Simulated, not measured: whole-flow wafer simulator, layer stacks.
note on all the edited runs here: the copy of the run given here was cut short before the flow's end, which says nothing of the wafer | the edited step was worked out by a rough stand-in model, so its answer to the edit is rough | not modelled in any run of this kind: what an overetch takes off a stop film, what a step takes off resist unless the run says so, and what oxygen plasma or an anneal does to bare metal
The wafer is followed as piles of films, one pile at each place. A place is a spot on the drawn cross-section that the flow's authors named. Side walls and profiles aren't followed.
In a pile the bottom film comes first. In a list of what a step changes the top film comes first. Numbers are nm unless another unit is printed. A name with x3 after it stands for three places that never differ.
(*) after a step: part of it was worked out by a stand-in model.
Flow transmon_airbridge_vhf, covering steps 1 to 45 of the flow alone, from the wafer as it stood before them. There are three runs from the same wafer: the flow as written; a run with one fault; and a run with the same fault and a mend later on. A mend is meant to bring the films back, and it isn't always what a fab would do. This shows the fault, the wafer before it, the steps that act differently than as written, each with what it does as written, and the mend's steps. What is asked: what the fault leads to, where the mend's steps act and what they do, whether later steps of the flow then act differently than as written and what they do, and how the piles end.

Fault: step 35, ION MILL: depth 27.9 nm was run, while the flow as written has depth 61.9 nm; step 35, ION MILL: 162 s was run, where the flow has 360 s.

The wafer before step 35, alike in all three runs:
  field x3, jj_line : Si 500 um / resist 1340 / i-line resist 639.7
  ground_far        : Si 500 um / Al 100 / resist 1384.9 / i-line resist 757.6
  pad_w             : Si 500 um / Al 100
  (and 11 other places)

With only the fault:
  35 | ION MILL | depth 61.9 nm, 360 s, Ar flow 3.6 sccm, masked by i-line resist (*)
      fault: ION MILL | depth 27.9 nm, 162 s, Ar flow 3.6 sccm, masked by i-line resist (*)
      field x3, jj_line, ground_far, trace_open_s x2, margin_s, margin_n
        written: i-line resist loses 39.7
        fault: i-line resist loses 17.9
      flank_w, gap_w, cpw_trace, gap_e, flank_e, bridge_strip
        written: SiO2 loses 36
        fault: SiO2 loses 16.2
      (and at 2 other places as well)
  Steps further on in the flow that do not act as written (not shown: 3 more steps that differ only slightly, by at most 2% or 0.5 nm, whichever is larger):
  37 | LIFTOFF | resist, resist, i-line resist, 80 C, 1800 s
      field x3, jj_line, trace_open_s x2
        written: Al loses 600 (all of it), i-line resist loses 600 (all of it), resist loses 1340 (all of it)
        fault: Al loses 600 (all of it), i-line resist loses 621.8 (all of it), resist loses 1340 (all of it)
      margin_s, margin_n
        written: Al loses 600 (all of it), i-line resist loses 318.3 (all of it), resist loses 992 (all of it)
        fault: Al loses 600 (all of it), i-line resist loses 340.1 (all of it), resist loses 992 (all of it)
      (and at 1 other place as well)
  By the end, the piles at pad_w, flank_w, gap_w, cpw_trace, gap_e, flank_e, pad_e, bridge_strip depart from the flow's by more than 2% or 0.5 nm, whichever is larger.
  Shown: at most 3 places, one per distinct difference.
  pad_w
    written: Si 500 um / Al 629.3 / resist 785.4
    fault: Si 500 um / Al 663.5 / resist 779.9
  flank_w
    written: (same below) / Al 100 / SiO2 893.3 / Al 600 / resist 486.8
    fault: (same below) / Al 100 / SiO2 913.1 / Al 600 / resist 486.6
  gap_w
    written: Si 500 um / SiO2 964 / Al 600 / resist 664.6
    fault: Si 500 um / SiO2 983.8 / Al 600 / resist 663.2

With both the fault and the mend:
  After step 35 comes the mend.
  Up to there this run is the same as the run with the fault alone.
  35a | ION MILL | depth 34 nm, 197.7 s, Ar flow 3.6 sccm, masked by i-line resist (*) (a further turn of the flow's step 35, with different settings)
      field x3, jj_line, ground_far, trace_open_s x2, margin_s, margin_n
        i-line resist loses 21.8
      flank_w, gap_w, cpw_trace, gap_e, flank_e, bridge_strip
        SiO2 loses 19.8
      pad_w, pad_e
        Al loses 34
  Later steps of the flow that are run all act as written at every place that is followed.
  When the end is reached, the piles differ only a little from the flow's at the places that both follow, at most by 2% or 0.5 nm, whichever is larger.
